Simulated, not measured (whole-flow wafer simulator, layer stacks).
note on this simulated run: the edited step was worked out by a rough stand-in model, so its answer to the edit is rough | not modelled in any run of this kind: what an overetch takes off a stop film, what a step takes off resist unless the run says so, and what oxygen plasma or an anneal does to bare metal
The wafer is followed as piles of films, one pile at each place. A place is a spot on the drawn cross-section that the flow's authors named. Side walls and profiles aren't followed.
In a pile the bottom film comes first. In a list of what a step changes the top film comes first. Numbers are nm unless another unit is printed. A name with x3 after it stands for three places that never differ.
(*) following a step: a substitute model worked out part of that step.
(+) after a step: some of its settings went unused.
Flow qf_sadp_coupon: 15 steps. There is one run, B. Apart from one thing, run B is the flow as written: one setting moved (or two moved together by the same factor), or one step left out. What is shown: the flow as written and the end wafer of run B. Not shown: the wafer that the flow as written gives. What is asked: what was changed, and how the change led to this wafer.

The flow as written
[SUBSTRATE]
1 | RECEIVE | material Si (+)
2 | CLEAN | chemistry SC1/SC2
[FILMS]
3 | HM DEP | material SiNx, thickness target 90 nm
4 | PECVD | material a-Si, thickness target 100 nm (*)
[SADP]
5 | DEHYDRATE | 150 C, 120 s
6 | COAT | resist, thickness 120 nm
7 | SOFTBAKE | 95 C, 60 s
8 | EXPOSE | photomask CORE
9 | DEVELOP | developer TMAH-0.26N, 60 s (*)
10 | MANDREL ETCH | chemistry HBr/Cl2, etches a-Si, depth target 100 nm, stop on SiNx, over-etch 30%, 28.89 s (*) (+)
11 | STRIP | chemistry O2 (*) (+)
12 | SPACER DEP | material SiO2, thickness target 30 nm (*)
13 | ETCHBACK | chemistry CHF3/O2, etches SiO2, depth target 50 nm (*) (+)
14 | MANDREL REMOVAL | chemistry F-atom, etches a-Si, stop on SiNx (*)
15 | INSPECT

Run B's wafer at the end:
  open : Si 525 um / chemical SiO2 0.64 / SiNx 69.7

The reason: step 4, PECVD: thickness target 121.5 nm was run, whereas the flow has thickness target 100 nm.

The path from the change to this, step by step:
  4 | PECVD | material a-Si, thickness target 100 nm (*)
      m, open: +121.5 a-Si (new film) (as written it would have been: +100 a-Si (new film))
  10 | MANDREL ETCH | chemistry HBr/Cl2, etches a-Si, depth target 100 nm, stop on SiNx, over-etch 30%, 28.89 s (*) (+)
      open: -121.5 a-Si (all of it), -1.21 SiNx (as written it would have been: -100 a-Si (all of it), -4.29 SiNx)
  14 | MANDREL REMOVAL | chemistry F-atom, etches a-Si, stop on SiNx (*)
      m: -117.3 a-Si (all of it) (as written it would have been: -95.8 a-Si (all of it))
